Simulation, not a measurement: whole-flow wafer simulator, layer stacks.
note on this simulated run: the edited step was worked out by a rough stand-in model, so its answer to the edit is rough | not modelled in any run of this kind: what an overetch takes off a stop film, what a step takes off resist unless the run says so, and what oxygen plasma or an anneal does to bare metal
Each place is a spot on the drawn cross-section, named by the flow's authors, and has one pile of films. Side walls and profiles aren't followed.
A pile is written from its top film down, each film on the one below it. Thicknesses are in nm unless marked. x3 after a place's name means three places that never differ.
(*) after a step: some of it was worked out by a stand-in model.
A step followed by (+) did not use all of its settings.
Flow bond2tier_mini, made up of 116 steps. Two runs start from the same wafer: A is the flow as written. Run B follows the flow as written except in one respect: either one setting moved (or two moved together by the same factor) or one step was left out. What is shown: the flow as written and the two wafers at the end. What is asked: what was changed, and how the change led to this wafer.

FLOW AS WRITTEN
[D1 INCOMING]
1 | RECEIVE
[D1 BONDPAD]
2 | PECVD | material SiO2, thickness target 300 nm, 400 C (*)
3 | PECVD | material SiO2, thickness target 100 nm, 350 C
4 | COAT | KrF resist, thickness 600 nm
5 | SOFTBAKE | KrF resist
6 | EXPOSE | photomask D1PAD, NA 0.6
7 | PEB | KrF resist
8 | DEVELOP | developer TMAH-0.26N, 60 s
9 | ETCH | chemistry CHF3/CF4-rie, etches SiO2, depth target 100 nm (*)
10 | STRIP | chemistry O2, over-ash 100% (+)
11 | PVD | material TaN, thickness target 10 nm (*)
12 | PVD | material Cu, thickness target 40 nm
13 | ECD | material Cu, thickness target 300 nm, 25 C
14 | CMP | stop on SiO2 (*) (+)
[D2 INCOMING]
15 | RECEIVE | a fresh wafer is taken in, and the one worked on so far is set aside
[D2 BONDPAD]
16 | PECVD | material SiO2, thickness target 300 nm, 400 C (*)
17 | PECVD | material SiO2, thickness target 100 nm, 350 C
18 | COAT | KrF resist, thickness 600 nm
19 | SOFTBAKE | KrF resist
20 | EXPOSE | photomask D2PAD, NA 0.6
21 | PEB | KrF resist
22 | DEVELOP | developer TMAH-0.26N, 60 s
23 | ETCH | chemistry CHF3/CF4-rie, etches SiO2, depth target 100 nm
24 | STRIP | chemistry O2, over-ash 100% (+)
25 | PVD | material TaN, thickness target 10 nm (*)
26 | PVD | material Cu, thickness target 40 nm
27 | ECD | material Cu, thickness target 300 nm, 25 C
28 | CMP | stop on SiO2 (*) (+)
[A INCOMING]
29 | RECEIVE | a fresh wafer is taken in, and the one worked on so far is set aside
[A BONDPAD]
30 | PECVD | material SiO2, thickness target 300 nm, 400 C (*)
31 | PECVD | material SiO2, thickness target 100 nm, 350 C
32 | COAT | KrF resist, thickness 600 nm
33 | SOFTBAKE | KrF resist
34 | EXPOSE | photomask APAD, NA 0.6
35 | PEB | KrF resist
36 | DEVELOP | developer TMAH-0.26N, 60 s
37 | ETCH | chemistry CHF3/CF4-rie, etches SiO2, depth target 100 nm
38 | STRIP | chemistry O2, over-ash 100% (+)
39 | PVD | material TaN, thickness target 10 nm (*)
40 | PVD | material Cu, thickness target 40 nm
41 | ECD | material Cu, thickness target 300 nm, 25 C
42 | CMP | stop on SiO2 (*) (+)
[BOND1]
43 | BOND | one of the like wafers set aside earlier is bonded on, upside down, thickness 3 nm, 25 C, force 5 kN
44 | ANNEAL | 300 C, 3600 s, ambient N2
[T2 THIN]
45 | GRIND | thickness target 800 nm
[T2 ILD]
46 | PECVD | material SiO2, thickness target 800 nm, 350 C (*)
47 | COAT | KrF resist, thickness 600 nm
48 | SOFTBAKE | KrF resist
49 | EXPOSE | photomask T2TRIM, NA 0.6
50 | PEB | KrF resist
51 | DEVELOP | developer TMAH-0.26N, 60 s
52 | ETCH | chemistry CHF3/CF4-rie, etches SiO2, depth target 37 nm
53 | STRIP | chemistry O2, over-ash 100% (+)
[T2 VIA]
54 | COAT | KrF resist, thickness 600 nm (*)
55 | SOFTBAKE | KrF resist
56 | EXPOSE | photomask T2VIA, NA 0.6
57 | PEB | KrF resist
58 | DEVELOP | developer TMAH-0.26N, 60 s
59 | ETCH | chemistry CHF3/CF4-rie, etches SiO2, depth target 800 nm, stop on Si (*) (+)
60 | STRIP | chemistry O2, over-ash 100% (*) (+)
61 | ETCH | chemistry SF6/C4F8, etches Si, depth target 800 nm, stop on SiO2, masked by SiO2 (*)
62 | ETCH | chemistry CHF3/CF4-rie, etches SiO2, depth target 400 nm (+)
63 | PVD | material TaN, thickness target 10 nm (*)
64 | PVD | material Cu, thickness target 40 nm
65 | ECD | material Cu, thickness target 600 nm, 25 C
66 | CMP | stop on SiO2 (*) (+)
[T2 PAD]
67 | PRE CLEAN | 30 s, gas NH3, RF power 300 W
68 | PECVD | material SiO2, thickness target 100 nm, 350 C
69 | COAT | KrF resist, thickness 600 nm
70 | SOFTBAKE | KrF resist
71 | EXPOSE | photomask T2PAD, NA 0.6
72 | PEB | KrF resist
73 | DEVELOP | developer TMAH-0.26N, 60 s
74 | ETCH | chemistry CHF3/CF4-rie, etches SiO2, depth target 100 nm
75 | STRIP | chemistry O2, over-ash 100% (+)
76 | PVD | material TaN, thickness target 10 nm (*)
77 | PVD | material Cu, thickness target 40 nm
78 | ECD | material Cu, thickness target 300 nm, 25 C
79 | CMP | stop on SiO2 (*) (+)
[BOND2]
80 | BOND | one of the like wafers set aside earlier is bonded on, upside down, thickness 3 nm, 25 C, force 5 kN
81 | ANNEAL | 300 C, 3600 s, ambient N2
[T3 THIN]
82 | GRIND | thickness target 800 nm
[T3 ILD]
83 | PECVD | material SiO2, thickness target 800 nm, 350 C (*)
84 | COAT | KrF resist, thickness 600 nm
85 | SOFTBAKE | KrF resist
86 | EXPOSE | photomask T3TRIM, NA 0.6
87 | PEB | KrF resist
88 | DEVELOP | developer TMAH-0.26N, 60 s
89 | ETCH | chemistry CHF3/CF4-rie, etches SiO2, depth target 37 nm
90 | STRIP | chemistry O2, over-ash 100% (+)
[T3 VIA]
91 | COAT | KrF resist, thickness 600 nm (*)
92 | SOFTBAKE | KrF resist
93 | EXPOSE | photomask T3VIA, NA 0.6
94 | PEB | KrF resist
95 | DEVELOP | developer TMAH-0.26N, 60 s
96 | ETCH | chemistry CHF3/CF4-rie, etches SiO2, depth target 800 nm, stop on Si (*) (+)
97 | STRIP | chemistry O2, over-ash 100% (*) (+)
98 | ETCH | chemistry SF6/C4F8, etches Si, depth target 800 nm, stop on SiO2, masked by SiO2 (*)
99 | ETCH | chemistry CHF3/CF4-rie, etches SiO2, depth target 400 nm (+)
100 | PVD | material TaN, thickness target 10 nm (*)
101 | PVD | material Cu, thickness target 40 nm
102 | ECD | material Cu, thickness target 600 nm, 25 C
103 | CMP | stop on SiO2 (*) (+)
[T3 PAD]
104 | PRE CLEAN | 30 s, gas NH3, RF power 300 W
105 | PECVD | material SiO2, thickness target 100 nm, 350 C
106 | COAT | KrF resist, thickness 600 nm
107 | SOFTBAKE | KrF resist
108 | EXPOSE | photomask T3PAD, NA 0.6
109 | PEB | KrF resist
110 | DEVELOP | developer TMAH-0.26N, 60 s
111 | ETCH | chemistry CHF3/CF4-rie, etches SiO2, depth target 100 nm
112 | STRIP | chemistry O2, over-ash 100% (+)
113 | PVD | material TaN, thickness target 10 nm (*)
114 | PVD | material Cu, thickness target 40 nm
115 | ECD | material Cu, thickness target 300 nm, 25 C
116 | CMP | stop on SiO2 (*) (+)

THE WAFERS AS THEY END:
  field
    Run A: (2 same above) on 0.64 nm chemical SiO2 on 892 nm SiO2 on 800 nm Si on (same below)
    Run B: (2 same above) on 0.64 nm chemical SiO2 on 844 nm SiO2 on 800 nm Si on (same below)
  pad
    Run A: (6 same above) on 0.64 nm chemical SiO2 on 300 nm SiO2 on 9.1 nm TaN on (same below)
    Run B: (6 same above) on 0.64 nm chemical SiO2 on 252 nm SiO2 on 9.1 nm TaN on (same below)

What caused this: step 16, PECVD: thickness target 252 nm was run, whereas the flow has thickness target 300 nm.
The wafer itself shows it: pad has SiO2 252, and step 16 as written asks for 300 nm.

The path from the change to this, step by step:
  16 | PECVD | material SiO2, thickness target 300 nm, 400 C (*)
      field, pad, via: A +300 SiO2 (new film) | B +252 SiO2 (new film)
  80 | BOND | one of the like wafers set aside earlier is bonded on, upside down, thickness 3 nm, 25 C, force 5 kN
      field: A +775 um Si (new film), +0.64 chemical SiO2 (new film), +400 SiO2 | B +775 um Si (new film), +0.64 chemical SiO2 (new film), +352 SiO2
      pad: A +775 um Si (new film), +0.64 chemical SiO2 (new film), +300 SiO2 (new film), +9.1 TaN (new film), +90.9 Cu | B +775 um Si (new film), +0.64 chemical SiO2 (new film), +252 SiO2 (new film), +9.1 TaN (new film), +90.9 Cu
